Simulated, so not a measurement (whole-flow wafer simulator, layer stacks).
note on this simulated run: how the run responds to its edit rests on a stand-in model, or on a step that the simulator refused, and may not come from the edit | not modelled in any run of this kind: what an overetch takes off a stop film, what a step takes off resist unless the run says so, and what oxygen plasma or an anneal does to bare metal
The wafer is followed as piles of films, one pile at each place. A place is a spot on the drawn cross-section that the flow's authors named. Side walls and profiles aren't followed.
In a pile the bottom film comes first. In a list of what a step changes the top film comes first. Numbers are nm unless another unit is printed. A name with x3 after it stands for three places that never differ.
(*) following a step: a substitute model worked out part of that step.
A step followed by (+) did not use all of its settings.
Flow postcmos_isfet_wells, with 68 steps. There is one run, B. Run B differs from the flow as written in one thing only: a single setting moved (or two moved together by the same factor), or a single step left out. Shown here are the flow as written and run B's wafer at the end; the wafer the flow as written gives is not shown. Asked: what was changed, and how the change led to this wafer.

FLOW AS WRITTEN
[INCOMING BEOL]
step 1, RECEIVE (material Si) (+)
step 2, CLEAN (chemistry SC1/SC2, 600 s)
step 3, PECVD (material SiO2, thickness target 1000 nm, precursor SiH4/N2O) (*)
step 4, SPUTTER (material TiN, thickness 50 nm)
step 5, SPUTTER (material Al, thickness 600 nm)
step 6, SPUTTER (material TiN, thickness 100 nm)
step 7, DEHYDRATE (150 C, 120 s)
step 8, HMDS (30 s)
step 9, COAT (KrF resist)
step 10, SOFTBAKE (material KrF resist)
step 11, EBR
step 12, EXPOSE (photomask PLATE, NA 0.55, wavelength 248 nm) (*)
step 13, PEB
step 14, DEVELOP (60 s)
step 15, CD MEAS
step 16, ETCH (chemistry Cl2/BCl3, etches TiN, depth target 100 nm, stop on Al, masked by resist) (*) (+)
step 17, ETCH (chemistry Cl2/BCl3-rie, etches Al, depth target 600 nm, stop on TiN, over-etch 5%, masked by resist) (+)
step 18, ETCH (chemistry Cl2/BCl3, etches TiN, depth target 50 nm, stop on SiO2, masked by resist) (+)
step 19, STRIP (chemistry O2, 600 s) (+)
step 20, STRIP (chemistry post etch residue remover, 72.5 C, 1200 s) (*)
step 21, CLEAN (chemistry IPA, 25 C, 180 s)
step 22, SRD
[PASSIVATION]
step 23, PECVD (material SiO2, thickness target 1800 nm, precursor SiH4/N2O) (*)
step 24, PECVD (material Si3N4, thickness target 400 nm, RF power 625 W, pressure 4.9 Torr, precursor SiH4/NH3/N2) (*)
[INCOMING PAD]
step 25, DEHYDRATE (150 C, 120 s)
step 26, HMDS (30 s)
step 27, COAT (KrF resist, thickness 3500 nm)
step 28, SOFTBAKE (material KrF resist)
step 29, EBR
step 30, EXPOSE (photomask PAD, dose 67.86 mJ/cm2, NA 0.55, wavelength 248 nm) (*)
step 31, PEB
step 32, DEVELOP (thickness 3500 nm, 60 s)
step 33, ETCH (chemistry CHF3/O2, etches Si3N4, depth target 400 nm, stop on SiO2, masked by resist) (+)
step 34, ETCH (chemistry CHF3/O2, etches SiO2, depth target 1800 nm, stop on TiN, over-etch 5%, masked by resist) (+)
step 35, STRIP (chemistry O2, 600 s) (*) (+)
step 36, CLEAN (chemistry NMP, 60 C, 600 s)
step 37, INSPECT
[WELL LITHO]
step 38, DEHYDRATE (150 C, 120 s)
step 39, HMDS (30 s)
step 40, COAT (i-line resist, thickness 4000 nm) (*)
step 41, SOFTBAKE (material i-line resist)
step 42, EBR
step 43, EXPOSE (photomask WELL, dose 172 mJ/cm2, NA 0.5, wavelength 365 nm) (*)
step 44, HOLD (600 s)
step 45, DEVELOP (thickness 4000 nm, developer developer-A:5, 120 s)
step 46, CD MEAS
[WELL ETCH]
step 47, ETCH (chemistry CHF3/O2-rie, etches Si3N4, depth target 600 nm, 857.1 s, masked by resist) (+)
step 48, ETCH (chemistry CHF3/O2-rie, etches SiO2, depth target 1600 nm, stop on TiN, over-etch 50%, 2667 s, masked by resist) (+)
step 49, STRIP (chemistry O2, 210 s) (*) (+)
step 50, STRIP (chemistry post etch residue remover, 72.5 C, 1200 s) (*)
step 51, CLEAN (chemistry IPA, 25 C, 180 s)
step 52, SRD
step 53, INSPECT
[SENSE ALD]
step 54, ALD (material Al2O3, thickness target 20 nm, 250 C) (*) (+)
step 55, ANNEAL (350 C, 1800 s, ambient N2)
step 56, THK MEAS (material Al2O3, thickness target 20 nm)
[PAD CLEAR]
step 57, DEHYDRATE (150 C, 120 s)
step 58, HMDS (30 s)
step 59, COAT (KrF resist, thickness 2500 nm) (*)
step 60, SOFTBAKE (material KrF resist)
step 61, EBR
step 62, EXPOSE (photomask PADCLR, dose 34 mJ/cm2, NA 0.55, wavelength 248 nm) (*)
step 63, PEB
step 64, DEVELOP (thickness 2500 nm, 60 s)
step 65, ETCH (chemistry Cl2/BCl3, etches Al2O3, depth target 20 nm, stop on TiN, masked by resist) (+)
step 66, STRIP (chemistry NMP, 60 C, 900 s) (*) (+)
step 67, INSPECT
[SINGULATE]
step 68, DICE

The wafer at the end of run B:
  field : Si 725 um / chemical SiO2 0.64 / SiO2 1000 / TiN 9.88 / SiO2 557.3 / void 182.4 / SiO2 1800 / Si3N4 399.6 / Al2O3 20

Cause: step 18, ETCH: depth target 39.7 nm was run, while the flow as written has depth target 50 nm.

How this came from the change, step by step:
  step 18, ETCH (chemistry Cl2/BCl3, etches TiN, depth target 50 nm, stop on SiO2, masked by resist) (+)
      field: TiN loses 39.7 (as written it would have been: TiN loses 50 (all of it))
      margin, well900, well1300 x3, pad_rim, pad_clr, pad_open: KrF resist loses 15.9 (as written it would have been: KrF resist loses 20)
  step 23, PECVD (material SiO2, thickness target 1800 nm, precursor SiH4/N2O) (*)
      field: SiO2 gains 1800 (new film), void gains 182.4 (new film), SiO2 gains 557.3 (new film) (as written it would have been: SiO2 gains 1800 (new film), void gains 189.9 (new film), SiO2 gains 559.7)
With metal films that touch counted as one body, field has 1 body; the flow as written gives 0 bodies.
